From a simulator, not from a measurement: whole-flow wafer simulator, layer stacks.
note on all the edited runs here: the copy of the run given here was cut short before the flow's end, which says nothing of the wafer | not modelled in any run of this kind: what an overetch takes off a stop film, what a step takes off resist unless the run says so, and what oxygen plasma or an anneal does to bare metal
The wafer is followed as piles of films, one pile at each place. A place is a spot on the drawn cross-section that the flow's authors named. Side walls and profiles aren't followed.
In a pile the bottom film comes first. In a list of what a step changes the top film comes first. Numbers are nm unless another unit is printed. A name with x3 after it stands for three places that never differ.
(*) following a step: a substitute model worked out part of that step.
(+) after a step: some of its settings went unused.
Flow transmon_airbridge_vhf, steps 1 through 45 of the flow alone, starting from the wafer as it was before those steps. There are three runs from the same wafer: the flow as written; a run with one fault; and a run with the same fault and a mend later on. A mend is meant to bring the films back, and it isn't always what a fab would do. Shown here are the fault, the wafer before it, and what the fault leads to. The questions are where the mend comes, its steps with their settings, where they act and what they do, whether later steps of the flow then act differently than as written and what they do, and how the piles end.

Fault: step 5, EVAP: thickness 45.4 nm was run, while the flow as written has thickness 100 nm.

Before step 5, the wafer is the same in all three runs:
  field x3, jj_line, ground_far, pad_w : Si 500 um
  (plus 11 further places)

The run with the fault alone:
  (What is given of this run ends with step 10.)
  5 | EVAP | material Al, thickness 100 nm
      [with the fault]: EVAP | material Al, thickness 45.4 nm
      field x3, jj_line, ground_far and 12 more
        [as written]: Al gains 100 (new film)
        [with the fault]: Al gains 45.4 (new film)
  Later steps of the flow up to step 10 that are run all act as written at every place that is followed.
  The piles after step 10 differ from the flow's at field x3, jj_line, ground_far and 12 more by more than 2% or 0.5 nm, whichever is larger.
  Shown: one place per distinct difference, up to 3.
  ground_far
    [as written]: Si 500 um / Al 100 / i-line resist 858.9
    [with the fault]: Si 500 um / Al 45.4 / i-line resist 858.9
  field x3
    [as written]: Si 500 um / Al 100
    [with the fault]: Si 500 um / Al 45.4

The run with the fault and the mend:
  The mend stands after step 10.
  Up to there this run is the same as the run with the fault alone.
  10a | STRIP | i-line resist, 80 C, 600 s (+)
      ground_far, pad_w, flank_w and 8 more
        i-line resist loses 858.9 (all of it)
  10b | EVAP | material Al, thickness 54.6 nm (a further turn of the flow's step 5, with different settings)
      field x3, jj_line, ground_far and 12 more
        Al gains 54.6
  10c | COAT | i-line resist, thickness 900 nm (a further turn of the flow's step 6)
      field x3, jj_line, ground_far and 12 more
        i-line resist gains 900 (new film)
  10d | SOFTBAKE | i-line resist, 90 C, 90 s (a further turn of the flow's step 7)
      alters no film at any place that is followed
  10e | EXPOSE | i-line resist, thickness 900 nm, photomask AB CPW, dose 155.4 mJ/cm2, NA 0.45, wavelength 365 nm (*) (a further turn of the flow's step 8)
      alters no film at any place that is followed
  10f | PEB | i-line resist, 110 C, 60 s (a further turn of the flow's step 9)
      field x3, jj_line, ground_far and 12 more
        i-line resist loses 41
  10g | DEVELOP | i-line resist, thickness 900 nm, developer developer-B, 60 s (a further turn of the flow's step 10)
      ground_far, pad_w, flank_w and 8 more
        i-line resist loses 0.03
      field x3, jj_line, gap_w, gap_e
        i-line resist loses 859 (all of it)
  Later steps of the flow that are run all act as written at every place that is followed.
  At every place that both follow, the piles at the end match the flow's.
